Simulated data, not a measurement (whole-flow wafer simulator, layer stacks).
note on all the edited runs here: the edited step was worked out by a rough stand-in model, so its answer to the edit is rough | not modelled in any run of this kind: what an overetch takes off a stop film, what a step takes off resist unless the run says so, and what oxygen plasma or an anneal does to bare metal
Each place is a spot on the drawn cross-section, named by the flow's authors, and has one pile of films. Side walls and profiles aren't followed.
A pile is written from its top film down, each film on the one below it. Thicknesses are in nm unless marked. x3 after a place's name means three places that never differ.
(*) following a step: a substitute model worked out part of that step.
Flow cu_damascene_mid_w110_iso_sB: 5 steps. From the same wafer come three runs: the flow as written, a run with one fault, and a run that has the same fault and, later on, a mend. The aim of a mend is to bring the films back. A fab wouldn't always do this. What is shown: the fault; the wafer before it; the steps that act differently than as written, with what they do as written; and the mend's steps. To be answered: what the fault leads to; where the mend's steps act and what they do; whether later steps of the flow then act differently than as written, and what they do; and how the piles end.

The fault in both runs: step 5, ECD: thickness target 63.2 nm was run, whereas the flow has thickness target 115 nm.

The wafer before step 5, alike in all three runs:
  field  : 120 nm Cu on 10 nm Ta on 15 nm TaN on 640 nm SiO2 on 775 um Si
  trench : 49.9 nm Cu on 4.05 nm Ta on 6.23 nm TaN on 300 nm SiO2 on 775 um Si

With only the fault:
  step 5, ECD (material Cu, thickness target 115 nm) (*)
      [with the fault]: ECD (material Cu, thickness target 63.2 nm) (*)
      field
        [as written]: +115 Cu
        [with the fault]: +63.2 Cu
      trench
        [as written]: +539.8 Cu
        [with the fault]: +488 Cu
  None of the later steps of the flow acts differently than as written at any place that is followed.
  The piles end different from the flow's at field, trench by more than 2% or 0.5 nm, whichever is larger.
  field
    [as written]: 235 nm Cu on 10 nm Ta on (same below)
    [with the fault]: 183.2 nm Cu on 10 nm Ta on (same below)
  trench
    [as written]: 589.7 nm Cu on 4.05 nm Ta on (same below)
    [with the fault]: 537.9 nm Cu on 4.05 nm Ta on (same below)

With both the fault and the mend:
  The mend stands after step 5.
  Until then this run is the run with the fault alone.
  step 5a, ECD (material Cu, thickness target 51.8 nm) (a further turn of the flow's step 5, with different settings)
      field, trench
        +51.8 Cu
  None of the later steps of the flow acts differently than as written at any place that is followed.
  At every place that both follow, the piles at the end match the flow's.
